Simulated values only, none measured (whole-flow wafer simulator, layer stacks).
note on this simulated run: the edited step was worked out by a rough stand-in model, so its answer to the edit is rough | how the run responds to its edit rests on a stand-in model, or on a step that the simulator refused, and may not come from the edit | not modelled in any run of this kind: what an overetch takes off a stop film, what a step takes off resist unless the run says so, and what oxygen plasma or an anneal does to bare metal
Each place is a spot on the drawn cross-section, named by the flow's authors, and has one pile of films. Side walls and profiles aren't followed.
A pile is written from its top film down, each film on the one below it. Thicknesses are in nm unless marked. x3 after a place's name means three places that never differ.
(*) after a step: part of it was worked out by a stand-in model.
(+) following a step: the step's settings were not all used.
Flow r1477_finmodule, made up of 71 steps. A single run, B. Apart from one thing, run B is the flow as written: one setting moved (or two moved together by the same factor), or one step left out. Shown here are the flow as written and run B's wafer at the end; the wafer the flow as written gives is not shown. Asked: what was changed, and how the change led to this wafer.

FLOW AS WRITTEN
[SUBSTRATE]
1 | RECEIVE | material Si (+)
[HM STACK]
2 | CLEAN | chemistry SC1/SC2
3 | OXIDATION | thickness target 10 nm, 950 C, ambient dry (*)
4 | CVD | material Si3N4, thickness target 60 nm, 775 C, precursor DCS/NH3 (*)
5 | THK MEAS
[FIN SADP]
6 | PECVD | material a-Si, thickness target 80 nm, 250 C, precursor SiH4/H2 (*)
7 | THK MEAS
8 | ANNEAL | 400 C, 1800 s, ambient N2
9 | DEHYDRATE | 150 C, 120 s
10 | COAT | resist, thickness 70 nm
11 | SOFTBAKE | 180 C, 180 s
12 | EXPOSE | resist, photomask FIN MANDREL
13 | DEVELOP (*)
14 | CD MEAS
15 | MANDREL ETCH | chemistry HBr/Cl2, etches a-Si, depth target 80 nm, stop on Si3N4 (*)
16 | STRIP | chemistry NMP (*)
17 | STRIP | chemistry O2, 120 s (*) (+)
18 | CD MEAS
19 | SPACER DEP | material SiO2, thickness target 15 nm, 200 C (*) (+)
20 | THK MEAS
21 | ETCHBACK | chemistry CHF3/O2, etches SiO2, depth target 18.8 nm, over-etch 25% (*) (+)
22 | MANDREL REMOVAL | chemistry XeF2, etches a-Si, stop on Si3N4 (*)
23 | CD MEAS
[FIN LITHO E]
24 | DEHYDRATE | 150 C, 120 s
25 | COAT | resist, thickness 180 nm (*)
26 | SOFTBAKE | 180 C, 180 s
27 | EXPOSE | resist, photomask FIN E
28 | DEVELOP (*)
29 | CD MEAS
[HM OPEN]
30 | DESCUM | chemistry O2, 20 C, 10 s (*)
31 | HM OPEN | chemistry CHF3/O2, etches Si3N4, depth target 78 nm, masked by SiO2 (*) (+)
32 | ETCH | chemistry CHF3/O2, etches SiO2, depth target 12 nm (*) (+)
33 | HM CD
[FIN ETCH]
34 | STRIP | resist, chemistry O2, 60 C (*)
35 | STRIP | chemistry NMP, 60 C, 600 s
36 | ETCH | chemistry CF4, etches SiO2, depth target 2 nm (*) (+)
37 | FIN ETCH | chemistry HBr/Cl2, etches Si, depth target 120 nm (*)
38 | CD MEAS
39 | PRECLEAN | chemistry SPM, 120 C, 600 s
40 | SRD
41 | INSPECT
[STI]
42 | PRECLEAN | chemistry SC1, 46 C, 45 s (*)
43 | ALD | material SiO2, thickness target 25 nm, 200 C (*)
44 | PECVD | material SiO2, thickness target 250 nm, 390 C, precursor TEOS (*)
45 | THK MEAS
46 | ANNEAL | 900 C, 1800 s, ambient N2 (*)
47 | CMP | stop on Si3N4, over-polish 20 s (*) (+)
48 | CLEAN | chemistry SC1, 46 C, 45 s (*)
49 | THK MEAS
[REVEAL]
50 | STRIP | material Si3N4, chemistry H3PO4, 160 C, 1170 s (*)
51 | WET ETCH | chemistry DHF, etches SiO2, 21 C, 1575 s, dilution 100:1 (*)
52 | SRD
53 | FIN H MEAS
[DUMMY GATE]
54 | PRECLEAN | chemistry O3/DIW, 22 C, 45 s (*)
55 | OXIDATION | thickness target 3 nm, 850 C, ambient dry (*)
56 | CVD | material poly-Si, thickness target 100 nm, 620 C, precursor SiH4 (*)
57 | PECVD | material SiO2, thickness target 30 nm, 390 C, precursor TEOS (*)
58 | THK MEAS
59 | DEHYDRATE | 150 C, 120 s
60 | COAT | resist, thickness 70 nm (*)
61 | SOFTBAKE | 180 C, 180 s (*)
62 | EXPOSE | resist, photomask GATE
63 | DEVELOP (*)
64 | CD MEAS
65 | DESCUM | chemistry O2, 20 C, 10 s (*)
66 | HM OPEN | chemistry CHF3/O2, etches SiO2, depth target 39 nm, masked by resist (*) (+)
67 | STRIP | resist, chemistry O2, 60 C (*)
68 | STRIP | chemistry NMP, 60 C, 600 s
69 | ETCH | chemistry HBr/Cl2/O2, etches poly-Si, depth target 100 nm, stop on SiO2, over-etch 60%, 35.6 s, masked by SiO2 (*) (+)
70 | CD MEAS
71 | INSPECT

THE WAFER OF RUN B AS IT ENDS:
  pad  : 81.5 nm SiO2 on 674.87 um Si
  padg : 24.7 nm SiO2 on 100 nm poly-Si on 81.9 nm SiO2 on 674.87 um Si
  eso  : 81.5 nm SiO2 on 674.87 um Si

What caused this: step 44, PECVD: thickness target 152.5 nm was run, whereas the flow has thickness target 250 nm.

Step by step, how the change led to this:
  44 | PECVD | material SiO2, thickness target 250 nm, 390 C, precursor TEOS (*)
      pad, padg, elg and 33 more: SiO2 gains 152.5 (it would be, as written: SiO2 gains 250)
  46 | ANNEAL | 900 C, 1800 s, ambient N2 (*)
      pad, padg, elg and 33 more: SiO2 loses 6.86 (it would be, as written: SiO2 loses 11.2)
  47 | CMP | stop on Si3N4, over-polish 20 s (*) (+)
      pad, padg, e40sg and 11 more: nothing (it would be, as written: SiO2 loses 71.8)
      eso: nothing (it would be, as written: SiO2 loses 72.4)
      (and at 21 other places as well)
  60 | COAT | resist, thickness 70 nm (*)
      e40sg, e40so: resist gains 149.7 (new film) (it would be, as written: resist gains 129.5 (new film))
      e100sg, e100so: resist gains 149.7 (new film) (it would be, as written: resist gains 129.4 (new film))
      (and at 9 other places as well)
  63 | DEVELOP (*)
      eso: resist loses 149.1 (all of it) (it would be, as written: resist loses 129.5 (all of it))
      e40so: resist loses 149.7 (all of it) (it would be, as written: resist loses 129.5 (all of it))
      (and at 5 other places as well)
  67 | STRIP | resist, chemistry O2, 60 C (*)
      e40lg, e100lg, e200lg: resist loses 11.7 (all of it) (it would be, as written: resist loses 12.8 (all of it))
      e40sg: resist loses 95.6 (all of it) (it would be, as written: resist loses 75.4 (all of it))
      (and at 11 other places as well)
